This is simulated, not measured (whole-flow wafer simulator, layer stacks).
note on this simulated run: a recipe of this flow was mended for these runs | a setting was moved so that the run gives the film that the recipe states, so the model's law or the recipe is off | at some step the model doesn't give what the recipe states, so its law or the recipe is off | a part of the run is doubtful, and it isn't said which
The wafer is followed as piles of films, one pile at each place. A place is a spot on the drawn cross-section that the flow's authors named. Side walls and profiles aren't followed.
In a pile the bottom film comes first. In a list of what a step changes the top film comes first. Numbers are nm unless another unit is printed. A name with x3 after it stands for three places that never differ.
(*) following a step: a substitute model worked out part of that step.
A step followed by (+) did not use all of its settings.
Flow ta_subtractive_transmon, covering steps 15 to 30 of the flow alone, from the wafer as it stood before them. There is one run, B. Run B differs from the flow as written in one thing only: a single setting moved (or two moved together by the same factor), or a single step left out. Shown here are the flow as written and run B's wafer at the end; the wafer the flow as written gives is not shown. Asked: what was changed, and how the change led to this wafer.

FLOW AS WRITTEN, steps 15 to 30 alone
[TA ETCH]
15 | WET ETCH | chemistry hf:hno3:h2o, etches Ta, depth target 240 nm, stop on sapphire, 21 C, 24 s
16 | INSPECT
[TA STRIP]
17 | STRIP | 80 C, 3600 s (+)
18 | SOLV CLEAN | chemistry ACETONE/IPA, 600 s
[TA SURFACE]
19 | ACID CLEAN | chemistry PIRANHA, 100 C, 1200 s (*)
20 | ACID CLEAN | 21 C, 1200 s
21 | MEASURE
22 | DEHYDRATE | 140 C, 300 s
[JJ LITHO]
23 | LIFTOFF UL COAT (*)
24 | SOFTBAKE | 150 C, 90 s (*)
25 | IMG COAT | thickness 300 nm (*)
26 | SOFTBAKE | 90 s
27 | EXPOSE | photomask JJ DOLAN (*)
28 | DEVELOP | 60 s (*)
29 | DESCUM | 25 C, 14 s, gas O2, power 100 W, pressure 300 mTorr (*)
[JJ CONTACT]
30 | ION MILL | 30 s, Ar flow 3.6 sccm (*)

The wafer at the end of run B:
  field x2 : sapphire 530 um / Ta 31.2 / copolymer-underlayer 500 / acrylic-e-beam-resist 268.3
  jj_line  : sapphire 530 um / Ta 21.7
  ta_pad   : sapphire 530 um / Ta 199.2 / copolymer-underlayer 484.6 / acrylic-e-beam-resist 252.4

Cause: step 15, WET ETCH: depth target 168 nm was run, though the flow has depth target 240 nm; step 15, WET ETCH: 16.8 s was run, where the flow has 24 s.

The path from the change to this, step by step:
  15 | WET ETCH | chemistry hf:hno3:h2o, etches Ta, depth target 240 nm, stop on sapphire, 21 C, 24 s
      field x2, jj_line, lead: -168 Ta (in the flow as written it would be: -199.7 Ta (all of it))
  30 | ION MILL | 30 s, Ar flow 3.6 sccm (*)
      jj_line, lead: -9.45 Ta (in the flow as written it would be: -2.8 sapphire)
If metal films that touch count as one body, field x2 has 1 body; the flow as written gives 0 bodies.
If metal films that touch count as one body, jj_line has 1 body; the flow as written gives 0 bodies.
